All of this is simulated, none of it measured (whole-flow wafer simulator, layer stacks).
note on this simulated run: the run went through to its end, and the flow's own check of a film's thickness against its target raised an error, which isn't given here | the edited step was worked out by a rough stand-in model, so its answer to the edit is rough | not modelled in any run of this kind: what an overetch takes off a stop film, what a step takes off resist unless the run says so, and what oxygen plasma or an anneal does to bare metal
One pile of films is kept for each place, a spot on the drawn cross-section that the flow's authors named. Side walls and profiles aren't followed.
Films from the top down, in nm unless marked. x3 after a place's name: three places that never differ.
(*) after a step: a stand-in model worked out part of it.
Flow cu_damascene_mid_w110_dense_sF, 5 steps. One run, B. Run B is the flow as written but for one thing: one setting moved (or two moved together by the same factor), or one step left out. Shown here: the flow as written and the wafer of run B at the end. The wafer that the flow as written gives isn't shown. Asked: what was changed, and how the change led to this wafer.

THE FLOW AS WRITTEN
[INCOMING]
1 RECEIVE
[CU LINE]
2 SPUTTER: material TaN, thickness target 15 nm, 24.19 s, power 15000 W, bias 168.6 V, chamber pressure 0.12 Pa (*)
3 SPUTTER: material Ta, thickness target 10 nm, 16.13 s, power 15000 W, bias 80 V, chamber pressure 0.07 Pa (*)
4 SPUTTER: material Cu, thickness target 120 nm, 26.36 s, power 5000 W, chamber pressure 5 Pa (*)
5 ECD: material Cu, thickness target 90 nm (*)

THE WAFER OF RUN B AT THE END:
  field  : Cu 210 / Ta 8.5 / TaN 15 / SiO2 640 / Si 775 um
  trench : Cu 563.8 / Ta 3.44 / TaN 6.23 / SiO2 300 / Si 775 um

The cause: step 3, SPUTTER: thickness target 8.5 nm was run, where the flow has thickness target 10 nm; step 3, SPUTTER: 13.71 s was run, where the flow has 16.13 s.
It can be read off the wafer: field has Ta 8.5, and step 3 as written asks for 10 nm.

How the change led to this, step by step:
  3 SPUTTER: material Ta, thickness target 10 nm, 16.13 s, power 15000 W, bias 80 V, chamber pressure 0.07 Pa (*)
      field: Ta +8.5 (new film) (as written it would be: Ta +10 (new film))
      trench: Ta +3.44 (new film) (as written it would be: Ta +4.05 (new film))
